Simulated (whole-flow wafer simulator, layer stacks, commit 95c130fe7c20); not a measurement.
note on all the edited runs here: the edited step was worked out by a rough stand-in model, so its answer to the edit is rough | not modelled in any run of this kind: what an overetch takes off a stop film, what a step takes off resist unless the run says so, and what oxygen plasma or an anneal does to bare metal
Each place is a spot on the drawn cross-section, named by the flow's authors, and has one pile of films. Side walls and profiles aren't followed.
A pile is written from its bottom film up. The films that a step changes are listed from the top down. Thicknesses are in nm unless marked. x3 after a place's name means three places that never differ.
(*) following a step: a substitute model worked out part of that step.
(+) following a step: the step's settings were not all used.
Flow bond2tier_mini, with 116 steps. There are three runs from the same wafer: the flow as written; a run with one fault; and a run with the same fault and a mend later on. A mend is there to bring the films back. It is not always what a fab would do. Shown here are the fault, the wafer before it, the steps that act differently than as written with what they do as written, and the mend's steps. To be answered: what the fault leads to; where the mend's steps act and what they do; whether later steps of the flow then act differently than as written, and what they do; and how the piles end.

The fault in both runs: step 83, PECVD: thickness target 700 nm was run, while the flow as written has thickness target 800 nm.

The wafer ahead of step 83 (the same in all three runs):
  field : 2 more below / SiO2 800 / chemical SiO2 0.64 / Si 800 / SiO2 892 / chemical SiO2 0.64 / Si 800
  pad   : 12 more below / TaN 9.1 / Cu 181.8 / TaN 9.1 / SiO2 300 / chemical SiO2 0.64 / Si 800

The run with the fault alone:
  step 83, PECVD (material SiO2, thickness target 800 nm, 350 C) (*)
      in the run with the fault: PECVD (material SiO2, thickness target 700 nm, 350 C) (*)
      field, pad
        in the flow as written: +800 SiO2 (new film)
        in the run with the fault: +700 SiO2 (new film)
  Every later step of the flow that is run acts as written at every place that is followed.
  The piles end different from the flow's at field, pad by more than 2% or 0.5 nm, whichever is larger.
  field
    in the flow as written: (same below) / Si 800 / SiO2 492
    in the run with the fault: (same below) / Si 800 / SiO2 392
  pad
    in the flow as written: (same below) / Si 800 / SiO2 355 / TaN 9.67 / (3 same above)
    in the run with the fault: (same below) / Si 800 / SiO2 255 / TaN 9.67 / (3 same above)

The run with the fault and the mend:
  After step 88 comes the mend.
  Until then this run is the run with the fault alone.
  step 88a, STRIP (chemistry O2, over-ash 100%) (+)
      field
        -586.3 KrF resist (all of it)
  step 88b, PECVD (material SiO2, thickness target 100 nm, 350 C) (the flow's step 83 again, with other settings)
      field, pad
        +100 SiO2
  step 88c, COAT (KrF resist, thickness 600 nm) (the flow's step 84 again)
      field, pad
        +600 KrF resist (new film)
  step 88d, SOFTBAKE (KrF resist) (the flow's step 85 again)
      alters no film at any place that is followed
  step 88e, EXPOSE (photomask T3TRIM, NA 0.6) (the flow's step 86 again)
      alters no film at any place that is followed
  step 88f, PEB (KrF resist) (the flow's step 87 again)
      alters no film at any place that is followed
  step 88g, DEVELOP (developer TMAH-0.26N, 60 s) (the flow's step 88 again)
      field
        -13.7 KrF resist
      pad
        -600 KrF resist (all of it)
  Every later step of the flow that is run acts as written at every place that is followed.
  At every place that both follow, the piles at the end match the flow's.
